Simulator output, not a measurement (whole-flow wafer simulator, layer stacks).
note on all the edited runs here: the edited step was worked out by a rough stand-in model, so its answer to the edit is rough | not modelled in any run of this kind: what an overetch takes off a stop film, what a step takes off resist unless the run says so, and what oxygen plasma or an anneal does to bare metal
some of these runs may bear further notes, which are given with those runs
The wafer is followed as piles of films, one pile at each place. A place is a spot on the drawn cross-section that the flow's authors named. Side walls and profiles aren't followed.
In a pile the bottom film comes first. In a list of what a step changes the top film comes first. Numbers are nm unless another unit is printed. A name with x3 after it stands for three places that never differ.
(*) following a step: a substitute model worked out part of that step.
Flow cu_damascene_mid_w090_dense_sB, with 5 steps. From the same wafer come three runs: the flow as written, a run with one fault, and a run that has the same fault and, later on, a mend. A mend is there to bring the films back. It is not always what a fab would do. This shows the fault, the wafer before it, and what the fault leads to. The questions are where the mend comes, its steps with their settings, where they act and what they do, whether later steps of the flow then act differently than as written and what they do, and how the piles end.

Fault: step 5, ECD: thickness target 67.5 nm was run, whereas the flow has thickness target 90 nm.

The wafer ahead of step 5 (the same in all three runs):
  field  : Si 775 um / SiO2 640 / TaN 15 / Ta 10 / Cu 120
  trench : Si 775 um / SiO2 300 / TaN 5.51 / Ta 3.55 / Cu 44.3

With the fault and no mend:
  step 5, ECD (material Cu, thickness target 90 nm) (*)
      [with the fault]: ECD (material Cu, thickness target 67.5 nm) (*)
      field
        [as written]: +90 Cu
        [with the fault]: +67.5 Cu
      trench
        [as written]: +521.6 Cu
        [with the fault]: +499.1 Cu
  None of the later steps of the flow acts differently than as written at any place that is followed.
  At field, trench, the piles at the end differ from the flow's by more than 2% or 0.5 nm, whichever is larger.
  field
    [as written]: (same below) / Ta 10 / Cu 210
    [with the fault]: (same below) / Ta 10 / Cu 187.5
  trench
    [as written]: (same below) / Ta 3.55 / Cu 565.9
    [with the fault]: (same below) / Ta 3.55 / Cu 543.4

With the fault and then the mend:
  The mend follows step 5.
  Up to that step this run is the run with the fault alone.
  step 5a, ECD (material Cu, thickness target 22.5 nm) (a further turn of the flow's step 5, with different settings)
      field, trench
        +22.5 Cu
  None of the later steps of the flow acts differently than as written at any place that is followed.
  By the end, the piles equal the flow's at every place that both follow.
